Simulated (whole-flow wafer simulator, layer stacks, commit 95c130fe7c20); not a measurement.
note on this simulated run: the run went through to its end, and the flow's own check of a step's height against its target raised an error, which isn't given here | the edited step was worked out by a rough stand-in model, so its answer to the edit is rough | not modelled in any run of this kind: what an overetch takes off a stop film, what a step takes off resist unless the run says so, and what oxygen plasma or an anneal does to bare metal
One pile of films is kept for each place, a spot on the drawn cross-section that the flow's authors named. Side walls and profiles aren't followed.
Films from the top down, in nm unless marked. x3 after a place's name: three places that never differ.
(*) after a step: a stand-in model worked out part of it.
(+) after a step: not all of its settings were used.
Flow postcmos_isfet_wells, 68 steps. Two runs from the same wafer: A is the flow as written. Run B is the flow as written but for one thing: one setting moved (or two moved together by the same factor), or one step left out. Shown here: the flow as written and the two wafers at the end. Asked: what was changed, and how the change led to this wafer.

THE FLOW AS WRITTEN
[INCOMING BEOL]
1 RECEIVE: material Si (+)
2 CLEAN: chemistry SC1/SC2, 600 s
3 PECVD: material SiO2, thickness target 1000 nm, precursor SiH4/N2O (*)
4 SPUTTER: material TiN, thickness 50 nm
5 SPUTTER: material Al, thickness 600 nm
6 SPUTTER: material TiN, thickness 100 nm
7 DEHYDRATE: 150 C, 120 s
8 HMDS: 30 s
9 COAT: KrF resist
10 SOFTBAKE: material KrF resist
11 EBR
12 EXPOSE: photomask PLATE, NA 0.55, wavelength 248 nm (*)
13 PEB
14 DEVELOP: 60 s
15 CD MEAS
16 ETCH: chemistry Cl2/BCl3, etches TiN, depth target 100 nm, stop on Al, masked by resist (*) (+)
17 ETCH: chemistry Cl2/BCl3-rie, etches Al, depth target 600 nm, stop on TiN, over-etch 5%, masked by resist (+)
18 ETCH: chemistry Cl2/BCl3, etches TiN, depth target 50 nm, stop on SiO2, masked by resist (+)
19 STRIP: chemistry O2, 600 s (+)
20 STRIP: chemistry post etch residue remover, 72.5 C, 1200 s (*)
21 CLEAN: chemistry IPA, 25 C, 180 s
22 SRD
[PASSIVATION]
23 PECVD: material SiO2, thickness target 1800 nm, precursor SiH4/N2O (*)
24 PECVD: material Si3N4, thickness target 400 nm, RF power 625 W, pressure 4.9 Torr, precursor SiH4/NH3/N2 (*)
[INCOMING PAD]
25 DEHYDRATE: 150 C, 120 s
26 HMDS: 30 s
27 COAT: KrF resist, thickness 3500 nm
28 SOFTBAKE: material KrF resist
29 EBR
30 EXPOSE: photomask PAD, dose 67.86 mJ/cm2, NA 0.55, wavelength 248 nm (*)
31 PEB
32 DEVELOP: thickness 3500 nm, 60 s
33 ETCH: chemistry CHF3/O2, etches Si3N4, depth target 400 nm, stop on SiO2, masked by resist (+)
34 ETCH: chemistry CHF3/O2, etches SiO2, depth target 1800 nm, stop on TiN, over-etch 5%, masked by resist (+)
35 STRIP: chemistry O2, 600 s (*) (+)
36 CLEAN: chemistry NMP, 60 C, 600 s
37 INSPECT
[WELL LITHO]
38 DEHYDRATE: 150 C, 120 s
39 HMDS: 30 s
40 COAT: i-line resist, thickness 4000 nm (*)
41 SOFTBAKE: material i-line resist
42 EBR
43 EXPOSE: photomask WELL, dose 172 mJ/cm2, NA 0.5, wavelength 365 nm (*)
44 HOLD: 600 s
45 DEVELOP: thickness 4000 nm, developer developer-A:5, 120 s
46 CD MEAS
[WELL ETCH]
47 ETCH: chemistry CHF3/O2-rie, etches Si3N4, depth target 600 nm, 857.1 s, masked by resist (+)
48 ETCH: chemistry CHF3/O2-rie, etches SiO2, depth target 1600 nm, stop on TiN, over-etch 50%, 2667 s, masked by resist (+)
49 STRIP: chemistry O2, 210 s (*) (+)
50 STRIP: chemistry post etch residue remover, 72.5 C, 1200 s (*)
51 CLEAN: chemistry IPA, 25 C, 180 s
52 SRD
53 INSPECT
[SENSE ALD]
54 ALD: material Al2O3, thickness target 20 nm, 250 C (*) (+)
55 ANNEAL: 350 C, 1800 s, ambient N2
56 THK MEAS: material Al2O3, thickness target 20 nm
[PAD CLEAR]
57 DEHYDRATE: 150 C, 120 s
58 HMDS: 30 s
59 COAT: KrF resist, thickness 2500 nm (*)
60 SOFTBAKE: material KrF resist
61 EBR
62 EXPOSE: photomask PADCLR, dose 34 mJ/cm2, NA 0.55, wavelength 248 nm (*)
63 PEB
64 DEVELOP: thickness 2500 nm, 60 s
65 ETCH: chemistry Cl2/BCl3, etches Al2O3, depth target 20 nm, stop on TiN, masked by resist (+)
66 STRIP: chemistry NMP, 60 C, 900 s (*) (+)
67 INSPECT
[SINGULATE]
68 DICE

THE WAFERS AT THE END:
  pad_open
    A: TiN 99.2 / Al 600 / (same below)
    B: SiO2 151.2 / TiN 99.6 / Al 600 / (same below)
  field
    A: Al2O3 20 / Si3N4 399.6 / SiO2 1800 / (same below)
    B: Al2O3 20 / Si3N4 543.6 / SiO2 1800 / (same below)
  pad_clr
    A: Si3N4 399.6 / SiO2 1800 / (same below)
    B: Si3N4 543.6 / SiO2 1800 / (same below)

The cause: step 24, PECVD: thickness target 544 nm was run, where the flow has thickness target 400 nm.

How the change led to this, step by step:
  24 PECVD: material Si3N4, thickness target 400 nm, RF power 625 W, pressure 4.9 Torr, precursor SiH4/NH3/N2 (*)
      field, margin, well900, well1300 x3, pad_rim, pad_clr, pad_open: A Si3N4 +400 (new film) | B Si3N4 +544 (new film)
  33 ETCH: chemistry CHF3/O2, etches Si3N4, depth target 400 nm, stop on SiO2, masked by resist (+)
      pad_open: A Si3N4 -400 (all of it) | B Si3N4 -400
  34 ETCH: chemistry CHF3/O2, etches SiO2, depth target 1800 nm, stop on TiN, over-etch 5%, masked by resist (+)
      pad_open: A SiO2 -1800 (all of it) | B Si3N4 -144 (all of it), SiO2 -1648.8
  47 ETCH: chemistry CHF3/O2-rie, etches Si3N4, depth target 600 nm, 857.1 s, masked by resist (+)
      well900, well1300 x3: A Si3N4 -400 (all of it), SiO2 -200 | B Si3N4 -544 (all of it), SiO2 -56
  48 ETCH: chemistry CHF3/O2-rie, etches SiO2, depth target 1600 nm, stop on TiN, over-etch 50%, 2667 s, masked by resist (+)
      well900, well1300 x3: A SiO2 -1600 (all of it) | B SiO2 -1744 (all of it)
  59 COAT: KrF resist, thickness 2500 nm (*)
      field: A KrF resist +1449 (new film) | B KrF resist +1380.2 (new film)
      margin: A KrF resist +1448.9 (new film) | B KrF resist +1380.1 (new film)
  66 STRIP: chemistry NMP, 60 C, 900 s (*) (+)
      field, margin: A KrF resist -1400.1 (all of it) | B KrF resist -1331.8 (all of it)
